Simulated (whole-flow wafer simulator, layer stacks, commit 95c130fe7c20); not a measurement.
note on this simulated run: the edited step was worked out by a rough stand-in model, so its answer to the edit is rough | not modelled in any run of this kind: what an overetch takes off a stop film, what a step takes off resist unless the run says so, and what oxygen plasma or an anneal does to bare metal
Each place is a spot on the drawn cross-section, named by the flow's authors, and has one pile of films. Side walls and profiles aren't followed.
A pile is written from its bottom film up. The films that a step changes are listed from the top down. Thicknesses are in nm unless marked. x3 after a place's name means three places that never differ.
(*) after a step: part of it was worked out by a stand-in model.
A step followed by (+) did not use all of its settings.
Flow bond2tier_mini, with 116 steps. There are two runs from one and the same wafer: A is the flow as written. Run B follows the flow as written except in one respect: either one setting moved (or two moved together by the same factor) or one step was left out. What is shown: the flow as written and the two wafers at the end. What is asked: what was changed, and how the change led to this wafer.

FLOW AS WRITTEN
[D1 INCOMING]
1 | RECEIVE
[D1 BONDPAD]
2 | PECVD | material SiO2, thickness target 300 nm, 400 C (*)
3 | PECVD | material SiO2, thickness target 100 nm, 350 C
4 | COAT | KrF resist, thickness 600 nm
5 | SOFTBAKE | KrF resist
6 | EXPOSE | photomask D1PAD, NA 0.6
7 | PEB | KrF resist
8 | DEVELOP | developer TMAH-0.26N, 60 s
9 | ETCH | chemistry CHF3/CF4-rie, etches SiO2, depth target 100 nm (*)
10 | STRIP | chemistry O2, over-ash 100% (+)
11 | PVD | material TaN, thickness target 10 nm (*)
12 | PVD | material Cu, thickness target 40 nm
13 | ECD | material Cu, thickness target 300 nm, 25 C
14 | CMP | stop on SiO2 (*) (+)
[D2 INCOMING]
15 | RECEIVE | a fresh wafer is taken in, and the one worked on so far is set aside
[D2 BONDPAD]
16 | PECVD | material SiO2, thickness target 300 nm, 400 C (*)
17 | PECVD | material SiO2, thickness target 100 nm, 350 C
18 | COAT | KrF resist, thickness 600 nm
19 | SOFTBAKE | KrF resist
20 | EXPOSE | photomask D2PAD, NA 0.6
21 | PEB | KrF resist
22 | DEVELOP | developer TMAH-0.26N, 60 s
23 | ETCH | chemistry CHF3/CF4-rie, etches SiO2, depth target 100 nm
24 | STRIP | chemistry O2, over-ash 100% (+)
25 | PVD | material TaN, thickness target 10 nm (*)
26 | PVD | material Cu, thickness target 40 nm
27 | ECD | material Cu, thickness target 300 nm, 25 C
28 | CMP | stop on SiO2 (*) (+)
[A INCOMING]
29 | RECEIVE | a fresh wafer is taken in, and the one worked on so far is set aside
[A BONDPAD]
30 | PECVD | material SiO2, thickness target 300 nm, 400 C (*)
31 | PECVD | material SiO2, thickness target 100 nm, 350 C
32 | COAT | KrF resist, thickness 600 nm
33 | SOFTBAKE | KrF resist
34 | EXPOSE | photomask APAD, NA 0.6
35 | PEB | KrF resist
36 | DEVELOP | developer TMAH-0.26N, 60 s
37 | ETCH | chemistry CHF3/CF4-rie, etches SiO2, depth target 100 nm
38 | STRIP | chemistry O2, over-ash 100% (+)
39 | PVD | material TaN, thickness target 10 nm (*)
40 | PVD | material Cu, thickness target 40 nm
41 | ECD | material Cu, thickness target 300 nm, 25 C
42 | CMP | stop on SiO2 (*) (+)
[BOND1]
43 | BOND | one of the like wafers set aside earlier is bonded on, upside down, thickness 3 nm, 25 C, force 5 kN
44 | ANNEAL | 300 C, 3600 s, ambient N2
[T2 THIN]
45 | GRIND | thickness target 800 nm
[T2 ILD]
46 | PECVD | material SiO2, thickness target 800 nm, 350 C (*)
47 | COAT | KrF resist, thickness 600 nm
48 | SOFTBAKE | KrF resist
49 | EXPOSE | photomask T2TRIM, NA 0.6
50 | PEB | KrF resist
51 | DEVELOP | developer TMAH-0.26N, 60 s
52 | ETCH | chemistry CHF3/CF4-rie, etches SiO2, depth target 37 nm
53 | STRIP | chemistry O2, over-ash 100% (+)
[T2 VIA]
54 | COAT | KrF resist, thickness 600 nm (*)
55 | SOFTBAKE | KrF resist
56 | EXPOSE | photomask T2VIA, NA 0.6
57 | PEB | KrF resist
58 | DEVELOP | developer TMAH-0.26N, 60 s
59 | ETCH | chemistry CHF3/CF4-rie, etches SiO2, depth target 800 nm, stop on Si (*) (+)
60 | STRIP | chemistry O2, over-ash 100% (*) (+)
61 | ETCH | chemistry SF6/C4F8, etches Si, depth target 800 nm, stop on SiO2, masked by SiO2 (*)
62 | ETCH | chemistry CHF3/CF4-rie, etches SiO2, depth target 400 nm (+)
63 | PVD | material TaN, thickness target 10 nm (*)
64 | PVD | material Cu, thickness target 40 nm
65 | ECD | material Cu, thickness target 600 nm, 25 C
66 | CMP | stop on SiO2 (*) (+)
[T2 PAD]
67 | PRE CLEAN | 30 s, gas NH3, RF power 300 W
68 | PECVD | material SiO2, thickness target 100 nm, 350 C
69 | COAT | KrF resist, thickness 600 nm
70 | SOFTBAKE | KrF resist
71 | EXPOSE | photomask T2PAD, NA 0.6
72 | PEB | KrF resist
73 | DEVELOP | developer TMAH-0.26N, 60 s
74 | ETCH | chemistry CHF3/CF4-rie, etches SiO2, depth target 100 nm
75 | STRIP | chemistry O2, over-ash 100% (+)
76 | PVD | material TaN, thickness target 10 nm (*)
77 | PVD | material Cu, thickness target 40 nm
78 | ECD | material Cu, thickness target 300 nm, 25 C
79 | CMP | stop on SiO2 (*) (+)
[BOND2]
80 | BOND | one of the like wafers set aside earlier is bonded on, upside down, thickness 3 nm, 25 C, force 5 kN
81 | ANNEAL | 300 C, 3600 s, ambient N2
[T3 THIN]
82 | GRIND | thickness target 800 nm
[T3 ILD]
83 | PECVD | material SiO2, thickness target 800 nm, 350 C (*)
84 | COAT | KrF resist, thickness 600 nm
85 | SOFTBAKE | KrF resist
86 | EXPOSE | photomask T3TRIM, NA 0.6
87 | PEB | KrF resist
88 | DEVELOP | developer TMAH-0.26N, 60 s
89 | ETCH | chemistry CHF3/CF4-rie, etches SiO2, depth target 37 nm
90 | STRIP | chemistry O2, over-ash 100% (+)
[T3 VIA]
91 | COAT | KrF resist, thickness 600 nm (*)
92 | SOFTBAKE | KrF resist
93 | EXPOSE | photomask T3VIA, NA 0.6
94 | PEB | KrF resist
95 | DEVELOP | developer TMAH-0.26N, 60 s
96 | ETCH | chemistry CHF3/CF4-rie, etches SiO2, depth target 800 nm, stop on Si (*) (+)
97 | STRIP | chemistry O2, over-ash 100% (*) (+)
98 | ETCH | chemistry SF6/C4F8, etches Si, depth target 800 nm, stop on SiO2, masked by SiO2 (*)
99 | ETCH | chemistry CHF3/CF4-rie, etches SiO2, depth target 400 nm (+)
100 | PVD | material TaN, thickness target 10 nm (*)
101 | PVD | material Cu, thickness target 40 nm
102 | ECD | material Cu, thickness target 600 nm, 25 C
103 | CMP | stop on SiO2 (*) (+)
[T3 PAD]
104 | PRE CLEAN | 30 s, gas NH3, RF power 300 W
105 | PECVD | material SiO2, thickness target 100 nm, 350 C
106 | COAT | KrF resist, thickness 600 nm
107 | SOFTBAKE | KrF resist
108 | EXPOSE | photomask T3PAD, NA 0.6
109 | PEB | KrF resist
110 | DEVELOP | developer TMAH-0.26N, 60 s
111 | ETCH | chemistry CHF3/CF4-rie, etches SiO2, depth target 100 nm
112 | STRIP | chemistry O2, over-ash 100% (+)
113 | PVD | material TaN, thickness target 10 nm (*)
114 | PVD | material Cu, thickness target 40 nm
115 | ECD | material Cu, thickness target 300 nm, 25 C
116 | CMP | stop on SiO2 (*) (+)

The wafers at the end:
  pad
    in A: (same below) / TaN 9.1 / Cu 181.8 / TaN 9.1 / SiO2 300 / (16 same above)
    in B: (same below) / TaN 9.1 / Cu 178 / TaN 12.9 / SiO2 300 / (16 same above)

The reason: step 11, PVD: thickness target 14.2 nm was run, whereas the flow has thickness target 10 nm.

How this came from the change, step by step:
  11 | PVD | material TaN, thickness target 10 nm (*)
      field: A +10 TaN (new film) | B +14.2 TaN (new film)
      pad: A +9.1 TaN (new film) | B +12.9 TaN (new film)
      (as well as at 1 more place)
  14 | CMP | stop on SiO2 (*) (+)
      field: A -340 Cu (all of it), -10 TaN (all of it) | B -340 Cu (all of it), -14.2 TaN (all of it)
  43 | BOND | one of the like wafers set aside earlier is bonded on, upside down, thickness 3 nm, 25 C, force 5 kN
      pad: A +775 um Si (new film), +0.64 chemical SiO2 (new film), +300 SiO2 (new film), +9.1 TaN (new film), +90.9 Cu | B +775 um Si (new film), +0.64 chemical SiO2 (new film), +300 SiO2 (new film), +12.9 TaN (new film), +87.1 Cu
      via: A +775 um Si (new film), +0.64 chemical SiO2 (new film), +300 SiO2 (new film), +9.97 TaN (new film), +90 Cu | B +775 um Si (new film), +0.64 chemical SiO2 (new film), +300 SiO2 (new film), +14.2 TaN (new film), +85.8 Cu
